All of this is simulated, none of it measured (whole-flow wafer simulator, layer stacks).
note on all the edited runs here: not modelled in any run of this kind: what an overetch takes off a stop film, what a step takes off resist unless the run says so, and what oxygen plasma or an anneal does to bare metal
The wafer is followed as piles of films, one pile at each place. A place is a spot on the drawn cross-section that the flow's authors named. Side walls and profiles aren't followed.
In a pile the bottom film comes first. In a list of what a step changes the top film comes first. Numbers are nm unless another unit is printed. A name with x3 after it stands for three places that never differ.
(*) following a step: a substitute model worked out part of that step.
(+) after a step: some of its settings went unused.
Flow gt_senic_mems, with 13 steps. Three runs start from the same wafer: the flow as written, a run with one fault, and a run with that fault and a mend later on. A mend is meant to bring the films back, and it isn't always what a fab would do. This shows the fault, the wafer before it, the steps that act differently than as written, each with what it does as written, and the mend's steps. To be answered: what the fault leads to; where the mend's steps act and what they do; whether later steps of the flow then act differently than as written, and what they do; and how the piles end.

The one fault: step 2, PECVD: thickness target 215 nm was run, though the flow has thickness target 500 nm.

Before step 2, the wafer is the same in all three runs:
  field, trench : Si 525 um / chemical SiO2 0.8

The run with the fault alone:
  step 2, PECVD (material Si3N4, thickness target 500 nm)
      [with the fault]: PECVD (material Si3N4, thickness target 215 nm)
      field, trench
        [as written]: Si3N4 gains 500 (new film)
        [with the fault]: Si3N4 gains 215 (new film)
  Later steps of the flow acting differently than as written (2 other steps are not shown; they differ only slightly, by no more than 2% or 0.5 nm, whichever is larger):
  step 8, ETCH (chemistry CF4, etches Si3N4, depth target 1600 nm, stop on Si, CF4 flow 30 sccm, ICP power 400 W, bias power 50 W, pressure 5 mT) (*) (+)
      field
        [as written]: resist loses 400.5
        [with the fault]: resist loses 210.5
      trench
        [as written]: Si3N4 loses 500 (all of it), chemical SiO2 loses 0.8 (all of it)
        [with the fault]: Si3N4 loses 215 (all of it), chemical SiO2 loses 0.8 (all of it)
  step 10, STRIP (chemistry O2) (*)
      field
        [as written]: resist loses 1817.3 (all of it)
        [with the fault]: resist loses 2007.3 (all of it)
  At field, the piles at the end differ from the flow's by more than 2% or 0.5 nm, whichever is larger.
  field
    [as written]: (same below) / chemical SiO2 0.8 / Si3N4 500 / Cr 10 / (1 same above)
    [with the fault]: (same below) / chemical SiO2 0.8 / Si3N4 215 / Cr 10 / (1 same above)

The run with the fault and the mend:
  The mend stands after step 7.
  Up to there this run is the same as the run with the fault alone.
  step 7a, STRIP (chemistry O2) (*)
      field
        resist loses 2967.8 (all of it)
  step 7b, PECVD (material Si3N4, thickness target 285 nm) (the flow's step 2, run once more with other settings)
      field, trench
        Si3N4 gains 285
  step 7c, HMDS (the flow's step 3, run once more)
      does not change any film at any place that is followed
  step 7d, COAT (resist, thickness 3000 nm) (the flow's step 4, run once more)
      field, trench
        resist gains 3000 (new film)
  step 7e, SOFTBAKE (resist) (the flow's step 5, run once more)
      does not change any film at any place that is followed
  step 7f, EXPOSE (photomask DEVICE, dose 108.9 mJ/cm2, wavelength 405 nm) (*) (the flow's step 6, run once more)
      does not change any film at any place that is followed
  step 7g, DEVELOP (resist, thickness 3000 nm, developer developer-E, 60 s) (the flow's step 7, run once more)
      field
        resist loses 32.2
      trench
        resist loses 3000 (all of it)
  Every later step of the flow that is run acts as written at every place that is followed.
  By the end, the piles equal the flow's at every place that both follow.
